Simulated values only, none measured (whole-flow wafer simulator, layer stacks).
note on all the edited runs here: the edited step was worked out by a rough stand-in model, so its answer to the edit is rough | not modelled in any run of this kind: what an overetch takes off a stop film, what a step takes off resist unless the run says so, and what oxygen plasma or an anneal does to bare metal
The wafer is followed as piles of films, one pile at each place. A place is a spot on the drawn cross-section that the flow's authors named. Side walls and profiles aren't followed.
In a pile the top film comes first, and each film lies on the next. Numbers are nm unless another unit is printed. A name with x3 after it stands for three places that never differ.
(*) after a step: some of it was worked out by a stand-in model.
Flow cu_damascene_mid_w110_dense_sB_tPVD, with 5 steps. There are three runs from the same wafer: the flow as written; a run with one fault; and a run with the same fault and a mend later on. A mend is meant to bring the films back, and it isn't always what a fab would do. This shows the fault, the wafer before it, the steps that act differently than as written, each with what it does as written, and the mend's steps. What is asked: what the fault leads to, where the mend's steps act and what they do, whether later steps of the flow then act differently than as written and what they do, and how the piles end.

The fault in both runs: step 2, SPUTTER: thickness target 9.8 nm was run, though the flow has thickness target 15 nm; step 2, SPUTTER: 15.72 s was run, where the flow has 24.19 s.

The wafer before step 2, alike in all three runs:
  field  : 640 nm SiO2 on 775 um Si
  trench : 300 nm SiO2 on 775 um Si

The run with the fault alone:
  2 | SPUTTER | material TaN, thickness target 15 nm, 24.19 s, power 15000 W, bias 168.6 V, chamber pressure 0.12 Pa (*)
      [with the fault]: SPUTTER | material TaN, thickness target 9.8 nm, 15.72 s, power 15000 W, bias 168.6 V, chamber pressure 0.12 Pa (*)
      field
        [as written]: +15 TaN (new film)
        [with the fault]: +9.8 TaN (new film)
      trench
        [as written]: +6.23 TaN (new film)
        [with the fault]: +4.07 TaN (new film)
  Every later step of the flow that is run acts as written, at every place that is followed, to within 2% or 0.5 nm, whichever is larger.
  At field, trench, the piles at the end differ from the flow's by more than 2% or 0.5 nm, whichever is larger.
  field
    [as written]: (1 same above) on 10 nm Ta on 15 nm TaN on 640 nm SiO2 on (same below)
    [with the fault]: (1 same above) on 10 nm Ta on 9.8 nm TaN on 640 nm SiO2 on (same below)
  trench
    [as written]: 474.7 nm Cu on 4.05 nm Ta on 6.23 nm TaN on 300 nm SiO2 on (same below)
    [with the fault]: 471.6 nm Cu on 4.12 nm Ta on 4.07 nm TaN on 300 nm SiO2 on (same below)

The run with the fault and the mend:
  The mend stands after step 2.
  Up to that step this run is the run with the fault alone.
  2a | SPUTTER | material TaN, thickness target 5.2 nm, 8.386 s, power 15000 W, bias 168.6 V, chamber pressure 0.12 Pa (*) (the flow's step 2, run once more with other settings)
      field
        +5.2 TaN
      trench
        +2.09 TaN
  Every later step of the flow that is run acts as written, at every place that is followed, to within 2% or 0.5 nm, whichever is larger.
  At the end the piles are close to the flow's at the places that both follow, differing by at most 2% or 0.5 nm, whichever is larger.
